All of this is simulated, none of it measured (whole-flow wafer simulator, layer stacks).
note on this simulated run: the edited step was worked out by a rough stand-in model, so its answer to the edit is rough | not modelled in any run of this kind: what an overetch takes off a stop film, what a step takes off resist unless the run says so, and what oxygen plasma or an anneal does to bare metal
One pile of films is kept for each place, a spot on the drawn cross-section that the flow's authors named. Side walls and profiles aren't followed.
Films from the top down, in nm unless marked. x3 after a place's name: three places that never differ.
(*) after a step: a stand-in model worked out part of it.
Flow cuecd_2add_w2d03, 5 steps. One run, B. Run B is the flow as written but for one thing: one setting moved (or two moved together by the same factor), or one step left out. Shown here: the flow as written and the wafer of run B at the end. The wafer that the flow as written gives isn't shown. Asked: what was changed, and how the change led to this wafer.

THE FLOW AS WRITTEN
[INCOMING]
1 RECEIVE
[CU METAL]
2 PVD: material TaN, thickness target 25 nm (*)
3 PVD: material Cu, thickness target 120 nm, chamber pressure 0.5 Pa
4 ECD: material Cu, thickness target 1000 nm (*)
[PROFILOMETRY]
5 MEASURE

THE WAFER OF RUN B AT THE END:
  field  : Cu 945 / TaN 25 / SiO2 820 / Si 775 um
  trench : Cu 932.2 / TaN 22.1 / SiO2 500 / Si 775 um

The cause: step 4, ECD: thickness target 825 nm was run, where the flow has thickness target 1000 nm.

How the change led to this, step by step:
  4 ECD: material Cu, thickness target 1000 nm (*)
      field, trench: Cu +825 (as written it would be: Cu +1000)
